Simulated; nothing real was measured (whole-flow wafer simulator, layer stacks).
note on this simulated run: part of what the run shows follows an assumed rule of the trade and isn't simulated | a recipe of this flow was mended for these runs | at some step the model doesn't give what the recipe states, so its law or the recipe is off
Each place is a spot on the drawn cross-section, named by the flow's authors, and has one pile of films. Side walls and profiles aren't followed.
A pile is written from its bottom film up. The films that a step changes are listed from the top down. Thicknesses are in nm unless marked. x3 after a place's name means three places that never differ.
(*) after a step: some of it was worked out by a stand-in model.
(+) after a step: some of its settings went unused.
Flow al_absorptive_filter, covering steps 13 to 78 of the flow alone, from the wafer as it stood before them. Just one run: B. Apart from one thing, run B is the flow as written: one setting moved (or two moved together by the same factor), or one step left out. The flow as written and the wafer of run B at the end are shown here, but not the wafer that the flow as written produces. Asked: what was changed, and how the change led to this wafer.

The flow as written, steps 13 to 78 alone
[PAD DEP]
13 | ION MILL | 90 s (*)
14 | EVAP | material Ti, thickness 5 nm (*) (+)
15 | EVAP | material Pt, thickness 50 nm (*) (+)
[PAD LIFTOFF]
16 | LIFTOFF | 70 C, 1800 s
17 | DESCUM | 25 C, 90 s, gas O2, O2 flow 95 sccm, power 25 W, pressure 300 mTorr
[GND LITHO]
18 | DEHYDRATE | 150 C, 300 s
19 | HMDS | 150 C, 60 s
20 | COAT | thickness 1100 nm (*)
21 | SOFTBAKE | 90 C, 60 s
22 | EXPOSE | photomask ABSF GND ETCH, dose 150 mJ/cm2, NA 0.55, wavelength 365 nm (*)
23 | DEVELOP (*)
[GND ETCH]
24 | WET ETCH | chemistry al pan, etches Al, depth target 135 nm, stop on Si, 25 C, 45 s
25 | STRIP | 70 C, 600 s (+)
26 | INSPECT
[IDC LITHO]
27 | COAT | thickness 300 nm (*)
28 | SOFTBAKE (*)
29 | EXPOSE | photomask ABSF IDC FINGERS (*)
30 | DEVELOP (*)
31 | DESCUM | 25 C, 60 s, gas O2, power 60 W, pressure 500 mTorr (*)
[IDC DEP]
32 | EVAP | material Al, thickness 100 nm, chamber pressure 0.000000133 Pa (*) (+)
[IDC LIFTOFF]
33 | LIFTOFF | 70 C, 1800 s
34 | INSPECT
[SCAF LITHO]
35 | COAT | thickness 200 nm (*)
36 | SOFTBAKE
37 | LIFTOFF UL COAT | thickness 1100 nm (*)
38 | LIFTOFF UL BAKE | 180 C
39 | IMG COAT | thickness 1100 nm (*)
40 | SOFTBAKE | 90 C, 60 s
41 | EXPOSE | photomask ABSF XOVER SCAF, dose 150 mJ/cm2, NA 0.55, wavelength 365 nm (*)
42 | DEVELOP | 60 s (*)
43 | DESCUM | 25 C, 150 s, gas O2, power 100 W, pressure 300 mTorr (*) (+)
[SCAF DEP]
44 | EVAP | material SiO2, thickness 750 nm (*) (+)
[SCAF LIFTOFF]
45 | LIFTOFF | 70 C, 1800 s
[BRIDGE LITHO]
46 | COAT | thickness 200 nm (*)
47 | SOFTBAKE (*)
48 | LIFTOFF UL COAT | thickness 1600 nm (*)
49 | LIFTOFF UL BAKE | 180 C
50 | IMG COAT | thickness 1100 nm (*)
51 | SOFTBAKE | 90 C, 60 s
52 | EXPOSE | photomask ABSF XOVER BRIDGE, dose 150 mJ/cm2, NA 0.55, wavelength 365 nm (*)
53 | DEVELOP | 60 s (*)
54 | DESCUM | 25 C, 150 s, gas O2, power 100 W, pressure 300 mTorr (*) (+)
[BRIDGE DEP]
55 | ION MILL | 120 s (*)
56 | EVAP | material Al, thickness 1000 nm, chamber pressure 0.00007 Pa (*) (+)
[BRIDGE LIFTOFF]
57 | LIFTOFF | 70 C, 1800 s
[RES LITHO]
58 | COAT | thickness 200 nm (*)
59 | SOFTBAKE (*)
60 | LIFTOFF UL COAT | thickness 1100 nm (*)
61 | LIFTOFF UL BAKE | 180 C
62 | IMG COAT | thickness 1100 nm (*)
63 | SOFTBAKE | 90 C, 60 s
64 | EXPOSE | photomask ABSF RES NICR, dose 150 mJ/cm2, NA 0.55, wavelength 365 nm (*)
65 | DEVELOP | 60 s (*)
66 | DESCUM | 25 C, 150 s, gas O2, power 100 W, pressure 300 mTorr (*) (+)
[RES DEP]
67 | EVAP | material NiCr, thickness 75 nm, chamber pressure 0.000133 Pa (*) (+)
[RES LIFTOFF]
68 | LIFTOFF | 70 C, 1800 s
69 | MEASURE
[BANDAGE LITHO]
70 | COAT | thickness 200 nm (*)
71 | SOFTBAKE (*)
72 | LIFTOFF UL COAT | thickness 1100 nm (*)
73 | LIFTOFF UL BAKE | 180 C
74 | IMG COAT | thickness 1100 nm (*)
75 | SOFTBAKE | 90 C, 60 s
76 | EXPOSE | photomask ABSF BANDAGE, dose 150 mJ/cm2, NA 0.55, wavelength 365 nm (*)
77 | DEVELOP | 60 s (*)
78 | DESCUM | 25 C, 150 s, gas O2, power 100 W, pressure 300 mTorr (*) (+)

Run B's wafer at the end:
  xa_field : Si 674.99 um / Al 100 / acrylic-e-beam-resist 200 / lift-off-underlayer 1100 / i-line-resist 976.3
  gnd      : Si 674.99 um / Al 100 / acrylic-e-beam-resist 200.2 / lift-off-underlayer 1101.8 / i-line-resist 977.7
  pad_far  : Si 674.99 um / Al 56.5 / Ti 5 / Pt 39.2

The reason: step 15, EVAP: thickness 39.2 nm was run, while the flow as written has thickness 50 nm.
One can read it off the wafer: pad_far has Pt 39.2, and step 15 as written asks for 50 nm.

The path from the change to this, step by step:
  15 | EVAP | material Pt, thickness 50 nm (*) (+)
      gnd, pad_far, pad_near and 11 more: +39.2 Pt (new film) (in the flow as written it would be: +50 Pt (new film))
  16 | LIFTOFF | 70 C, 1800 s
      gnd, ledge, res and 9 more: -39.2 Pt (all of it), -5 Ti (all of it), -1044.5 i-line-resist (all of it), -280 lift-off-underlayer (all of it) (in the flow as written it would be: -50 Pt (all of it), -5 Ti (all of it), -1044.5 i-line-resist (all of it), -280 lift-off-underlayer (all of it))
  35 | COAT | thickness 200 nm (*)
      ledge: +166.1 acrylic-e-beam-resist (new film) (in the flow as written it would be: +169.8 acrylic-e-beam-resist (new film))
  45 | LIFTOFF | 70 C, 1800 s
      ledge: -750 SiO2 (all of it), -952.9 i-line-resist (all of it), -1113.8 lift-off-underlayer (all of it), -166.1 acrylic-e-beam-resist (all of it) (in the flow as written it would be: -750 SiO2 (all of it), -952.1 i-line-resist (all of it), -1114 lift-off-underlayer (all of it), -169.8 acrylic-e-beam-resist (all of it))
  46 | COAT | thickness 200 nm (*)
      ledge: +166.1 acrylic-e-beam-resist (new film) (in the flow as written it would be: +169.8 acrylic-e-beam-resist (new film))
  57 | LIFTOFF | 70 C, 1800 s
      ledge: -1000 Al (all of it), -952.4 i-line-resist (all of it), -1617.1 lift-off-underlayer (all of it), -166.1 acrylic-e-beam-resist (all of it) (in the flow as written it would be: -1000 Al (all of it), -951.7 i-line-resist (all of it), -1617.2 lift-off-underlayer (all of it), -169.8 acrylic-e-beam-resist (all of it))
  58 | COAT | thickness 200 nm (*)
      ledge: +166.1 acrylic-e-beam-resist (new film) (in the flow as written it would be: +169.8 acrylic-e-beam-resist (new film))
  66 | DESCUM | 25 C, 150 s, gas O2, power 100 W, pressure 300 mTorr (*) (+)
      ledge: -166.1 acrylic-e-beam-resist (all of it) (in the flow as written it would be: -169.8 acrylic-e-beam-resist (all of it))
